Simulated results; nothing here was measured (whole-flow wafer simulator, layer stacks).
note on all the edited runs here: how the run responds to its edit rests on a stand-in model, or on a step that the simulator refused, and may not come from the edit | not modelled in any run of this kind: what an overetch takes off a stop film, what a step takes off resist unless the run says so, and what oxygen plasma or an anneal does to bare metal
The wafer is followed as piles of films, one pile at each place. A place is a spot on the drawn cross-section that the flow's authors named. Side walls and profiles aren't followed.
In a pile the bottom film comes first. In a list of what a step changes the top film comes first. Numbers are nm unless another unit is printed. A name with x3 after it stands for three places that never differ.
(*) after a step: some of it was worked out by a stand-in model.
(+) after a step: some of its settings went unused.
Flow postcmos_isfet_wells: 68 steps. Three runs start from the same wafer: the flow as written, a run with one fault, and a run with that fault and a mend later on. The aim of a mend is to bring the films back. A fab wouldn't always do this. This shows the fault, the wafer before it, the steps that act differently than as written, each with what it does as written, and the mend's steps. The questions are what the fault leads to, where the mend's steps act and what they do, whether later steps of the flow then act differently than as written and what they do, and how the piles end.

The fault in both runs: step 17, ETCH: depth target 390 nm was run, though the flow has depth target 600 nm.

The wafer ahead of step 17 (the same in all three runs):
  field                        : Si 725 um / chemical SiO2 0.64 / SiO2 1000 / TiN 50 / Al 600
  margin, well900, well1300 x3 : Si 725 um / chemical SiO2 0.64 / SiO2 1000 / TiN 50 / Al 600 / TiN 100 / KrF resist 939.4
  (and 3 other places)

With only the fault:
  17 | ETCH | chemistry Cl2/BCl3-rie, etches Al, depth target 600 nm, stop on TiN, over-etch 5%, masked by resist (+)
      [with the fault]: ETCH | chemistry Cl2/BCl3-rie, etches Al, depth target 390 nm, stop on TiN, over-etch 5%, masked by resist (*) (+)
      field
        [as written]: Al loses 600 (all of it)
        [with the fault]: Al loses 390
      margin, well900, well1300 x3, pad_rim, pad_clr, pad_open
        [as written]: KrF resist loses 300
        [with the fault]: KrF resist loses 195
  Steps later in the flow that act otherwise than as written:
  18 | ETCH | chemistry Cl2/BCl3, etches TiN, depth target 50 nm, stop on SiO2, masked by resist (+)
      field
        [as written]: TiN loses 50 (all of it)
        [with the fault]: Al loses 50
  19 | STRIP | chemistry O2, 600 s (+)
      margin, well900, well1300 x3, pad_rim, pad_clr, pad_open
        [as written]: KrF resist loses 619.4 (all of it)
        [with the fault]: KrF resist loses 724.4 (all of it)
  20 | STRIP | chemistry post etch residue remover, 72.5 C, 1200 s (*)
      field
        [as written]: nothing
        [with the fault]: Al loses 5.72
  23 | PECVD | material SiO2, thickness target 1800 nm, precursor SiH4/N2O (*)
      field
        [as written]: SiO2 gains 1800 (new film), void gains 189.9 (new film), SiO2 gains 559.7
        [with the fault]: SiO2 gains 2345.3 (new film)
  At field, the piles at the end differ from the flow's by more than 2% or 0.5 nm, whichever is larger.
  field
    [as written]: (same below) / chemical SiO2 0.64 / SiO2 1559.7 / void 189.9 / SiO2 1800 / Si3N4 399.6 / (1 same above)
    [with the fault]: (same below) / chemical SiO2 0.64 / SiO2 1000 / TiN 50 / Al 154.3 / SiO2 2345.3 / Si3N4 399.6 / (1 same above)

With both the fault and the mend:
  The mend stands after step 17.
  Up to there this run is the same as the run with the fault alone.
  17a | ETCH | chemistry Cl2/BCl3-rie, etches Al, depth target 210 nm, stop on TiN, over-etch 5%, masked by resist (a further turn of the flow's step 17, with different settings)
      margin, well900, well1300 x3, pad_rim, pad_clr, pad_open
        KrF resist loses 105
      field
        Al loses 210 (all of it)
  Later steps of the flow that are run all act as written at every place that is followed.
  At every place that both follow, the piles at the end match the flow's.
